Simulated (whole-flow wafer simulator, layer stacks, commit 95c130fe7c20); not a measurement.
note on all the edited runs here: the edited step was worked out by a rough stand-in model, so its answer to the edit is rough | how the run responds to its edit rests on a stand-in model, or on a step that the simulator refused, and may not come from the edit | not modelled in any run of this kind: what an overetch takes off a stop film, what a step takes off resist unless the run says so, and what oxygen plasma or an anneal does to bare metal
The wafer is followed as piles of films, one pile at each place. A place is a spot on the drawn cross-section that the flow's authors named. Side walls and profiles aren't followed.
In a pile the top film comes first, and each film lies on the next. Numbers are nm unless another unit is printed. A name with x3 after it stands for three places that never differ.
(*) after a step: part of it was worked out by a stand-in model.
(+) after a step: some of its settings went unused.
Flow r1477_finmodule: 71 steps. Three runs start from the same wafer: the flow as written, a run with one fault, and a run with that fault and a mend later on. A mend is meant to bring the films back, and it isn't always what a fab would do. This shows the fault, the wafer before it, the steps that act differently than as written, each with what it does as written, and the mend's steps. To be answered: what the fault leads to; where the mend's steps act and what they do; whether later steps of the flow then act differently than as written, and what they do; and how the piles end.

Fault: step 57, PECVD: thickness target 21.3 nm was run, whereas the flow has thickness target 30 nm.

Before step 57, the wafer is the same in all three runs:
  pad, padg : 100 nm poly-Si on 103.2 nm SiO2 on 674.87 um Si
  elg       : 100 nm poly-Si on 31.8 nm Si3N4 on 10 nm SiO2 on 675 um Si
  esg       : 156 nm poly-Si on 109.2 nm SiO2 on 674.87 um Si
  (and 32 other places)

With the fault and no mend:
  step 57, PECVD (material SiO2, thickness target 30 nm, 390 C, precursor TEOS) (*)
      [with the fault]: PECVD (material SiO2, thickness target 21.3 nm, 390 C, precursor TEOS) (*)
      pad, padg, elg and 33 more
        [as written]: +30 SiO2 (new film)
        [with the fault]: +21.3 SiO2 (new film)
  Later steps of the flow acting differently than as written (3 more steps, not shown, differ only slightly: by at most 2% or 0.5 nm, whichever is larger):
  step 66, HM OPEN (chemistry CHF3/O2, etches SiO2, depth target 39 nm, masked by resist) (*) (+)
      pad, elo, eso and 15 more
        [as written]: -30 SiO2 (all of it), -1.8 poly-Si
        [with the fault]: -21.3 SiO2 (all of it), -2.13 poly-Si
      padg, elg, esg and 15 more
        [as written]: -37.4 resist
        [with the fault]: -30.6 resist
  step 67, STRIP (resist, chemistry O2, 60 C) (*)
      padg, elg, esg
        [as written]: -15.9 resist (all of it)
        [with the fault]: -22.6 resist (all of it)
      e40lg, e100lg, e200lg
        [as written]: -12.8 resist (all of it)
        [with the fault]: -19.5 resist (all of it)
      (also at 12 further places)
  By the end, the piles at padg, elg, esg and 15 more depart from the flow's by more than 2% or 0.5 nm, whichever is larger.
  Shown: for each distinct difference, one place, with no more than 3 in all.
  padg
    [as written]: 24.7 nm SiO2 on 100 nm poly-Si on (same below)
    [with the fault]: 16 nm SiO2 on 100 nm poly-Si on (same below)
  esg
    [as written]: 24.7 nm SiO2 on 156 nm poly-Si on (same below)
    [with the fault]: 16 nm SiO2 on 156 nm poly-Si on (same below)
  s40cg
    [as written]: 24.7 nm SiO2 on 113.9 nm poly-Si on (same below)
    [with the fault]: 16 nm SiO2 on 113.9 nm poly-Si on (same below)

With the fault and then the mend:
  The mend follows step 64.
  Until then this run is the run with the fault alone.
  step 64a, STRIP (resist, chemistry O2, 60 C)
      padg, elg, esg
        -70 resist (all of it)
      e40lg, e100lg, e200lg
        -66.9 resist (all of it)
      s40sg, s45sg
        -91 resist (all of it)
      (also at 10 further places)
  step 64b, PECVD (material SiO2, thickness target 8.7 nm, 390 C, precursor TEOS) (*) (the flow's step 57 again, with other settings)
      pad, padg, elg and 33 more
        +8.7 SiO2
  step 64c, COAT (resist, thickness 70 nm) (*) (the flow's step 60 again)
      e40lg, e100lg, e200lg, elo, e40lo, e100lo, e200lo
        +66.9 resist (new film)
      pad, padg, elg, esg
        +70 resist (new film)
      s40sg, s45sg, s40so, s45so
        +91 resist (new film)
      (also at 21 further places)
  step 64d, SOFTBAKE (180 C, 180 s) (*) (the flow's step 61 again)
      leaves every film unchanged at each place that is followed
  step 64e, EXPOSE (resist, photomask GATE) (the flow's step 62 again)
      leaves every film unchanged at each place that is followed
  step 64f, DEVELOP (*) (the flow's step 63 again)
      elo, e40lo, e100lo, e200lo
        -66.9 resist (all of it)
      eso, e40so
        -129.5 resist (all of it)
      s40so, s45so
        -91 resist (all of it)
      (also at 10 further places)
  Later steps of the flow that are run all act as written at every place that is followed.
  By the end, the piles equal the flow's at every place that both follow.
